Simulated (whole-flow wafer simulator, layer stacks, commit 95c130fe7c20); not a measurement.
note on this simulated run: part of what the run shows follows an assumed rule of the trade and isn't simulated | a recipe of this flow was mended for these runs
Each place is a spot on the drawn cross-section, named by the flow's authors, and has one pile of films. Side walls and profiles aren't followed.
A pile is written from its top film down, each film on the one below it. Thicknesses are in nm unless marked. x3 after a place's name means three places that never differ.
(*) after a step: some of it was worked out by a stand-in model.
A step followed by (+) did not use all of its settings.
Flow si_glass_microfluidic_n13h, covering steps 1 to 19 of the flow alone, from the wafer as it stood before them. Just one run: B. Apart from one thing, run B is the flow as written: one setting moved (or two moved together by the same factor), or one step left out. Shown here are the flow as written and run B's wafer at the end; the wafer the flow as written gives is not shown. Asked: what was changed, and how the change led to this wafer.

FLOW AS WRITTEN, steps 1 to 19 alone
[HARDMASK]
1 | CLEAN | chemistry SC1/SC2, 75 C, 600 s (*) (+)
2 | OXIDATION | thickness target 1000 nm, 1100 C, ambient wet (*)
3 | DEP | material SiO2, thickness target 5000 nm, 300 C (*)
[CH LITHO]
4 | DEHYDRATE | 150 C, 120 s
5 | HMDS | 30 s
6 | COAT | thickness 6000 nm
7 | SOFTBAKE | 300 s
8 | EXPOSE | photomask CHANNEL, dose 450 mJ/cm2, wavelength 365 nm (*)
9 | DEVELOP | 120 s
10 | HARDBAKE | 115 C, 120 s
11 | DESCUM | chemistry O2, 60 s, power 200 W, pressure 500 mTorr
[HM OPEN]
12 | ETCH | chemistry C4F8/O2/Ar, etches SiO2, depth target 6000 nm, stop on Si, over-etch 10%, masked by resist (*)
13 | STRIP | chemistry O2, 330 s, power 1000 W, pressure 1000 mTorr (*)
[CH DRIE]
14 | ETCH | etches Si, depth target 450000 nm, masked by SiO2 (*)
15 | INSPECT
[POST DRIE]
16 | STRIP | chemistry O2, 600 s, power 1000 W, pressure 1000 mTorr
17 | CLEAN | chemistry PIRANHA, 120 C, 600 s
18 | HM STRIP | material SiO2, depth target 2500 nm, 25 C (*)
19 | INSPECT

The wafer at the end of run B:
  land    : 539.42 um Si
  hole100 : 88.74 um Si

Cause: step 2, OXIDATION: thickness target 1300 nm was run, though the flow has thickness target 1000 nm.

Step by step, how the change led to this:
  2 | OXIDATION | thickness target 1000 nm, 1100 C, ambient wet (*)
      land, hole100: +1300 SiO2 (new film), -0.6 chemical SiO2 (all of it), -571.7 Si (as written it would have been: +1000 SiO2 (new film), -0.6 chemical SiO2 (all of it), -439.7 Si)
  12 | ETCH | chemistry C4F8/O2/Ar, etches SiO2, depth target 6000 nm, stop on Si, over-etch 10%, masked by resist (*)
      hole100: -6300 SiO2 (all of it), -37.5 Si (as written it would have been: -6000 SiO2 (all of it), -75 Si)
  18 | HM STRIP | material SiO2, depth target 2500 nm, 25 C (*)
      land: -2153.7 SiO2 (all of it) (as written it would have been: -1854.4 SiO2 (all of it))
